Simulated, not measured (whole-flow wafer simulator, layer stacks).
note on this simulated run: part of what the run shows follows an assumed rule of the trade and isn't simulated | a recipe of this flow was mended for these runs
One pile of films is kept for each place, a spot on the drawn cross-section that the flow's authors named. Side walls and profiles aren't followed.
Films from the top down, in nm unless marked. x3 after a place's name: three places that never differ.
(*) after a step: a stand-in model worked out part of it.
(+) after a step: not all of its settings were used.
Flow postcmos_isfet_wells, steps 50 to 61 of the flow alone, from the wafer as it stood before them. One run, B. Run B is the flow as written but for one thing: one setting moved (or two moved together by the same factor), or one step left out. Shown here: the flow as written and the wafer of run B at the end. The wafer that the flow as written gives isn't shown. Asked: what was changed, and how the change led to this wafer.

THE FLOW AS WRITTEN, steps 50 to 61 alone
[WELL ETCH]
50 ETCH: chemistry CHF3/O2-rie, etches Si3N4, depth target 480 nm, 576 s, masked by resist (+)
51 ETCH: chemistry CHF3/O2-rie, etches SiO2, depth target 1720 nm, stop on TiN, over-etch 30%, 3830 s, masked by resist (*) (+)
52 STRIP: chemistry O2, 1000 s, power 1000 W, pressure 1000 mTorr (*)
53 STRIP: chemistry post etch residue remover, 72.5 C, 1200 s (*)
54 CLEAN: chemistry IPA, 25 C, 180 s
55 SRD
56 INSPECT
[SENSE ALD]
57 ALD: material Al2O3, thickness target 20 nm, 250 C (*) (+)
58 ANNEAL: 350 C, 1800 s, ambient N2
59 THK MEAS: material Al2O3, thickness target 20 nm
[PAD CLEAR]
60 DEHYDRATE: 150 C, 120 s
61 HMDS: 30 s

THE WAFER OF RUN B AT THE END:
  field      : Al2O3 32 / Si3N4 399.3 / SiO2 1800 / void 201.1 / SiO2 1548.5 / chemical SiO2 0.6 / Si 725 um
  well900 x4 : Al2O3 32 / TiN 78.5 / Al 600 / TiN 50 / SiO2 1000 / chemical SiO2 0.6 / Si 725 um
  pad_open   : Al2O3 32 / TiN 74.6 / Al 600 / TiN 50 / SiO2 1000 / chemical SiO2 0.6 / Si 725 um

The cause: step 57, ALD: thickness target 32 nm was run, where the flow has thickness target 20 nm.
It can be read off the wafer: field has Al2O3 32, and step 57 as written asks for 20 nm.

How the change led to this, step by step:
  57 ALD: material Al2O3, thickness target 20 nm, 250 C (*) (+)
      field, margin x2, well900 x4, pad_clr, pad_open: Al2O3 +32 (new film) (as written it would be: Al2O3 +20 (new film))
